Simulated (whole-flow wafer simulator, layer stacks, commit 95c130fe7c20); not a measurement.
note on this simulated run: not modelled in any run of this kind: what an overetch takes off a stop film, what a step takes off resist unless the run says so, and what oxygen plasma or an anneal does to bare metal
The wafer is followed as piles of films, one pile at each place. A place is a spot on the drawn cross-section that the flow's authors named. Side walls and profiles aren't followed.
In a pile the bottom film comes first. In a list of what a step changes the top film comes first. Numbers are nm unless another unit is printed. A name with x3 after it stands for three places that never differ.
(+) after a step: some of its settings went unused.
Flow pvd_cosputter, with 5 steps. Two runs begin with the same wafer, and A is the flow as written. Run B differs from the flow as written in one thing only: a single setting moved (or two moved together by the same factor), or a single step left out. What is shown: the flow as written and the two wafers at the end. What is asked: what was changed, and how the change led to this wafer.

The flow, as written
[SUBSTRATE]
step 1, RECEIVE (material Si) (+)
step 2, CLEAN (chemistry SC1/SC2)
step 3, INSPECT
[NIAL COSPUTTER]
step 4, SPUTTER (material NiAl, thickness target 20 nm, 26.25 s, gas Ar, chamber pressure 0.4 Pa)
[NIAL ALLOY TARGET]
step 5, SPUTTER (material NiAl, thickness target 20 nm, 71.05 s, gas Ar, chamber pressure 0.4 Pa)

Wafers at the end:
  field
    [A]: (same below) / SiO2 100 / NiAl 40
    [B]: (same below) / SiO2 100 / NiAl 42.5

Cause: step 4, SPUTTER: thickness target 22.5 nm was run, while the flow as written has thickness target 20 nm.

The path from the change to this, step by step:
  step 4, SPUTTER (material NiAl, thickness target 20 nm, 26.25 s, gas Ar, chamber pressure 0.4 Pa)
      field: A +20 NiAl (new film) | B +22.5 NiAl (new film)
